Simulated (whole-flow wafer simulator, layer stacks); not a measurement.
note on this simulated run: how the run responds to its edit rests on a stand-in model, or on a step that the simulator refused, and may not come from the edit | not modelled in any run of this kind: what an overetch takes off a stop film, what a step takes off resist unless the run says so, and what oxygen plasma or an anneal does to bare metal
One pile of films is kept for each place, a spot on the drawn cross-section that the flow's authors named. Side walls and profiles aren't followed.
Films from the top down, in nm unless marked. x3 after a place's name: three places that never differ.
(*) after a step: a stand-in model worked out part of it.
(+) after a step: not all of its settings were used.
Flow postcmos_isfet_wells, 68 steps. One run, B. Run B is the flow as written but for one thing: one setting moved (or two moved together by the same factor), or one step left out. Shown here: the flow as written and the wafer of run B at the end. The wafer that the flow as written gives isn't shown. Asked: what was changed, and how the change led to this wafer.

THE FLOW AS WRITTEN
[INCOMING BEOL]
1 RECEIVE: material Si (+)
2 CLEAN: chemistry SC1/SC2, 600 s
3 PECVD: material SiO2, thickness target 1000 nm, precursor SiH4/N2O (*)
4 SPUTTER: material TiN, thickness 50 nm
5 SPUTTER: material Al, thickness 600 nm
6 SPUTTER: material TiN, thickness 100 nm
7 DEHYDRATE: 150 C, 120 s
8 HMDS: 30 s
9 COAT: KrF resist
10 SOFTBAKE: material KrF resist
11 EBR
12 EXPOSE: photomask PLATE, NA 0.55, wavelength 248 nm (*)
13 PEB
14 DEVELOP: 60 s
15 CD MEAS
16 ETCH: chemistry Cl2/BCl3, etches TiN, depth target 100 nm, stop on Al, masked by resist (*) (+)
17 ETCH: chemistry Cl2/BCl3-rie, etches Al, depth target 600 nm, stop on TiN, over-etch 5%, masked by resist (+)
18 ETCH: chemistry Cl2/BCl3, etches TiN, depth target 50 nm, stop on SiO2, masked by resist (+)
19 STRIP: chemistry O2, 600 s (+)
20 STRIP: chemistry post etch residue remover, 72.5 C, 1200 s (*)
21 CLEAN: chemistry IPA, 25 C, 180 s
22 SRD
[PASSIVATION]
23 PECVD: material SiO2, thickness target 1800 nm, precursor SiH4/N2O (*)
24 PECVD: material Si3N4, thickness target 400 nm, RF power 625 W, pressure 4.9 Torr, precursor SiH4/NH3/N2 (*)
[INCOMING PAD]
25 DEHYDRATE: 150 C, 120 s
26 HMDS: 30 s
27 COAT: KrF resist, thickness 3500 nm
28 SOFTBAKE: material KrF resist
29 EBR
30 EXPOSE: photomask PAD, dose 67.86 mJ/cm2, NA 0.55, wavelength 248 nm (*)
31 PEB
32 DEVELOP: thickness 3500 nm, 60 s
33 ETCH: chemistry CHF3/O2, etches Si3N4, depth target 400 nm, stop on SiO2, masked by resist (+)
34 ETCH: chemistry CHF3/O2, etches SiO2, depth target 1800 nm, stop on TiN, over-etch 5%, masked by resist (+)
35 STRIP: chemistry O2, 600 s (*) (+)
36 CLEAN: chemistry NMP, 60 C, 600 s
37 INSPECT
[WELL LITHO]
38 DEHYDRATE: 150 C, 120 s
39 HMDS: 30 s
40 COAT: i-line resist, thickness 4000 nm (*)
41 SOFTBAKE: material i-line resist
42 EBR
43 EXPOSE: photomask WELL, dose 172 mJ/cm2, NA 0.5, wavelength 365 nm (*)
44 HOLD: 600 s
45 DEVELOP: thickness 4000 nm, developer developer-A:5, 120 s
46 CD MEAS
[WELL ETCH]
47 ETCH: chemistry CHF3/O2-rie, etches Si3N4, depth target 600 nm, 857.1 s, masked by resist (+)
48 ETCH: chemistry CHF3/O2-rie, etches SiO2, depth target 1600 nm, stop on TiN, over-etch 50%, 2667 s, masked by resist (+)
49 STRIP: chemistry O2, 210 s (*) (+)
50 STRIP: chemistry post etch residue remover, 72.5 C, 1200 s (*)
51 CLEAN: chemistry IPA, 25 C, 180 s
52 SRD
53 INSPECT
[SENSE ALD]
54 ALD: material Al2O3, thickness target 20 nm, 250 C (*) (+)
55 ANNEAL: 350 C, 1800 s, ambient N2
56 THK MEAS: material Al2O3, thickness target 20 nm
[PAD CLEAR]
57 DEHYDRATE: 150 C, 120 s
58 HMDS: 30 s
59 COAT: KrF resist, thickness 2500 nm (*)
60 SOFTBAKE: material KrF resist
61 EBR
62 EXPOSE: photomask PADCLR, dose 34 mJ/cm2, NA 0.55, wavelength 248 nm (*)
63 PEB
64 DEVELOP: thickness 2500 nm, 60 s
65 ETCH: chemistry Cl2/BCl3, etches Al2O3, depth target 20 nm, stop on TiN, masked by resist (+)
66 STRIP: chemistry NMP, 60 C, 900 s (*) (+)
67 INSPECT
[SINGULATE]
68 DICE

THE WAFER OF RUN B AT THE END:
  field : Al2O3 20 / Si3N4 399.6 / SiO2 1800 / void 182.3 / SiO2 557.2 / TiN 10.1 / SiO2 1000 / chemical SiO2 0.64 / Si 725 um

The cause: step 18, ETCH: depth target 39.5 nm was run, where the flow has depth target 50 nm.

How the change led to this, step by step:
  18 ETCH: chemistry Cl2/BCl3, etches TiN, depth target 50 nm, stop on SiO2, masked by resist (+)
      field: TiN -39.5 (as written it would be: TiN -50 (all of it))
      margin, well900, well1300 x3, pad_rim, pad_clr, pad_open: KrF resist -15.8 (as written it would be: KrF resist -20)
  23 PECVD: material SiO2, thickness target 1800 nm, precursor SiH4/N2O (*)
      field: SiO2 +1800 (new film), void +182.3 (new film), SiO2 +557.2 (new film) (as written it would be: SiO2 +1800 (new film), void +189.9 (new film), SiO2 +559.7)
Counting metal films that touch as one body, field has 1 body; the flow as written gives 0 bodies.
